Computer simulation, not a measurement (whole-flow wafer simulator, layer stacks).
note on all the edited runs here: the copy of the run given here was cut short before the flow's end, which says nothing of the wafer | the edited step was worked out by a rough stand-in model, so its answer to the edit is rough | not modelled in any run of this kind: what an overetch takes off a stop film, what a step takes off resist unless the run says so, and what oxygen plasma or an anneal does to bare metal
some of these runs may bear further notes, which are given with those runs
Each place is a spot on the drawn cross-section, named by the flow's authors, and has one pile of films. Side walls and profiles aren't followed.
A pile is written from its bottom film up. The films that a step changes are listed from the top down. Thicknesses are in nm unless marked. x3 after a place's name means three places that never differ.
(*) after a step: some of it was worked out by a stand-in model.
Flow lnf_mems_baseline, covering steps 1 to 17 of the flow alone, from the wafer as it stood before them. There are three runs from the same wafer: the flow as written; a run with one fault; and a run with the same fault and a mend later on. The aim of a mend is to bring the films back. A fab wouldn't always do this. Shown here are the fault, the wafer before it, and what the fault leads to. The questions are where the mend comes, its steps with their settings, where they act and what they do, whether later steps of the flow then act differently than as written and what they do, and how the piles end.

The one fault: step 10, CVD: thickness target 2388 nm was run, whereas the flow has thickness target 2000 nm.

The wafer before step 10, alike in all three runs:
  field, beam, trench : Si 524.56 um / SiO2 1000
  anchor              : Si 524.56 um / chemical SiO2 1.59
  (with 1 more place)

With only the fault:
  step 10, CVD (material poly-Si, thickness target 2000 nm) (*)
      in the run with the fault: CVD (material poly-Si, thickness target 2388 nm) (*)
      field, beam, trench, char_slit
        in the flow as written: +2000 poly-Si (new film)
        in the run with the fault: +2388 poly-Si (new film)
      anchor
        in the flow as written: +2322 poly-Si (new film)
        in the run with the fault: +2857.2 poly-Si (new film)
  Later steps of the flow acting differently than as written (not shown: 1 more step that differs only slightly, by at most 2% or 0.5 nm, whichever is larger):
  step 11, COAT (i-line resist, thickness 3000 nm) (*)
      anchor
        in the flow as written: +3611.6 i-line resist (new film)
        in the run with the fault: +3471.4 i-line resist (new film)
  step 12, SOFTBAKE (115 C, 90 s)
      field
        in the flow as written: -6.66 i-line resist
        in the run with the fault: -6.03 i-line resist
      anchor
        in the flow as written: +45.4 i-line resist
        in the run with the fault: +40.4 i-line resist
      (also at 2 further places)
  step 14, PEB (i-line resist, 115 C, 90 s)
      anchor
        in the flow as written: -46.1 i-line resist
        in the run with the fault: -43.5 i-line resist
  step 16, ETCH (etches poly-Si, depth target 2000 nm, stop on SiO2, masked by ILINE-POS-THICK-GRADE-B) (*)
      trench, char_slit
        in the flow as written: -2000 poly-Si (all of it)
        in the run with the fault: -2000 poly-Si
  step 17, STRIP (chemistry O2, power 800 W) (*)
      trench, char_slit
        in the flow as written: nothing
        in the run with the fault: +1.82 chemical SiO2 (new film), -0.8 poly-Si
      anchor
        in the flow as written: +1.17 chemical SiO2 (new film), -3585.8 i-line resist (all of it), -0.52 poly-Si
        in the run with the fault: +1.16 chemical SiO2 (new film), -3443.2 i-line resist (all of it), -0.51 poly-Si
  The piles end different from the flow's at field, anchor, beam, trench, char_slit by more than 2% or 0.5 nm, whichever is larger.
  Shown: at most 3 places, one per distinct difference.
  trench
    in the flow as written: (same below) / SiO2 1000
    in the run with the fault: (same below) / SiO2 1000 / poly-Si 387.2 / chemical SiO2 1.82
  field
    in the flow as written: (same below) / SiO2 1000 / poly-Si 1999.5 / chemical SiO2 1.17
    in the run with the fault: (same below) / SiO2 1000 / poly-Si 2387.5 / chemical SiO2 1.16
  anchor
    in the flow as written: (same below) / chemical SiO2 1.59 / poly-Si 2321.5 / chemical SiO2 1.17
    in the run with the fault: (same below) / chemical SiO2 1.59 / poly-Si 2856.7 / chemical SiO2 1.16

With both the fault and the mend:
  After step 10 comes the mend.
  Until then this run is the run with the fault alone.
  step 10a, ETCH (chemistry tmah, depth target 3213 nm)
      field, beam, trench, char_slit
        -2388 poly-Si (all of it)
      anchor
        -2857.2 poly-Si (all of it)
  step 10b, CLEAN (chemistry SC1/SC2) (the flow's step 1 again)
      leaves every film unchanged at each place that is followed
  step 10c, CVD (material poly-Si, thickness target 2000 nm) (*) (the flow's step 10 again)
      field, beam, trench, char_slit
        +2000 poly-Si (new film)
      anchor
        +2322 poly-Si (new film)
  Every later step of the flow that is run acts as written at every place that is followed.
  At every place that both follow, the piles at the end match the flow's.
